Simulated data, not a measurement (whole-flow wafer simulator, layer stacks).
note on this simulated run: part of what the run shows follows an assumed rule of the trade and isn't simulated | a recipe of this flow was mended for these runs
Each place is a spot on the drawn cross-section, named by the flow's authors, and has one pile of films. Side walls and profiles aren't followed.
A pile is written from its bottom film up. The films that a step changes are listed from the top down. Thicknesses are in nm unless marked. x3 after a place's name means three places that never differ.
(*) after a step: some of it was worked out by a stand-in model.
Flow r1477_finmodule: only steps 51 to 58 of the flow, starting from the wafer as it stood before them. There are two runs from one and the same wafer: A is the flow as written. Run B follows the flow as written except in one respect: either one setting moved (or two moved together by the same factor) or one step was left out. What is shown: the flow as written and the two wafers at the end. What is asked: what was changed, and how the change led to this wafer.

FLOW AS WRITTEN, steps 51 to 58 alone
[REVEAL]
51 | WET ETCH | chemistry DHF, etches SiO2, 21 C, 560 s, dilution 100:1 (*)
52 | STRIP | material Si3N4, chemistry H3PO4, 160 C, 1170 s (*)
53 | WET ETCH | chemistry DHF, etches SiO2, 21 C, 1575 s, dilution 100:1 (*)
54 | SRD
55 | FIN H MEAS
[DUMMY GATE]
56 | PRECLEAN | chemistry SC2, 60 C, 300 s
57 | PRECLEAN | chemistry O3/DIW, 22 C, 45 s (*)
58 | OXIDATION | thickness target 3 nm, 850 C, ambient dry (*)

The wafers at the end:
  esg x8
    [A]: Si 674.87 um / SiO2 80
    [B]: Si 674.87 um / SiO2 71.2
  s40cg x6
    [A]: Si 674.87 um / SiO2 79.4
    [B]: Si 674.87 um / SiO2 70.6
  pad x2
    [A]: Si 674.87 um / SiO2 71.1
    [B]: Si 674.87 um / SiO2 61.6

What caused this: step 51, WET ETCH: 735 s was run, whereas the flow has 560 s.

Step by step, how the change led to this:
  51 | WET ETCH | chemistry DHF, etches SiO2, 21 C, 560 s, dilution 100:1 (*)
      esg x8, s40cg x6, s40sg x6: A -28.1 SiO2 | B -36.9 SiO2
      pad x2: A -30.5 SiO2 | B -40 SiO2
